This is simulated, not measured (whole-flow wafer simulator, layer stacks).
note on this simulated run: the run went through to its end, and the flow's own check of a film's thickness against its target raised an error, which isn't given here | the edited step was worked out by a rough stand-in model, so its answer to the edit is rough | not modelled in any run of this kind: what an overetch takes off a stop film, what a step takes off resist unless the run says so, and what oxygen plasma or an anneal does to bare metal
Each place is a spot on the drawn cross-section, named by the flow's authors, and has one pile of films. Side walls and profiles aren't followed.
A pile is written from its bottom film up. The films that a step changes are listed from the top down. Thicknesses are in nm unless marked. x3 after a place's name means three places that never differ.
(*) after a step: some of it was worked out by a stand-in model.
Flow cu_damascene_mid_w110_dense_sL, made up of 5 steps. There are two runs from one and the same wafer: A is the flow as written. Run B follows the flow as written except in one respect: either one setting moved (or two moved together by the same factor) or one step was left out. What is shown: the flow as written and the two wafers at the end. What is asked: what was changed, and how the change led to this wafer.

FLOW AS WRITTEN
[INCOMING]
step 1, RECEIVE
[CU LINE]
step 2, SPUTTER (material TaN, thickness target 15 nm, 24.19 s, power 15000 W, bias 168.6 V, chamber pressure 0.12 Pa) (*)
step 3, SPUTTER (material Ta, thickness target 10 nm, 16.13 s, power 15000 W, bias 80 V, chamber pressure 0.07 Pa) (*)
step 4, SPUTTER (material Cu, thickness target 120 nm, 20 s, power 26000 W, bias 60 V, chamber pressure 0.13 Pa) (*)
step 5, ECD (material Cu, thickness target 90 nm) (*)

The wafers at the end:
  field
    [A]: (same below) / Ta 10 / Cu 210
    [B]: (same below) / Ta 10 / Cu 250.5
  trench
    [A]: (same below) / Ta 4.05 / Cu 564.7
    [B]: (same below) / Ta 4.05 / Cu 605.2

What caused this: step 5, ECD: thickness target 130.5 nm was run, whereas the flow has thickness target 90 nm.

The path from the change to this, step by step:
  step 5, ECD (material Cu, thickness target 90 nm) (*)
      field: A +90 Cu | B +130.5 Cu
      trench: A +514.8 Cu | B +555.3 Cu
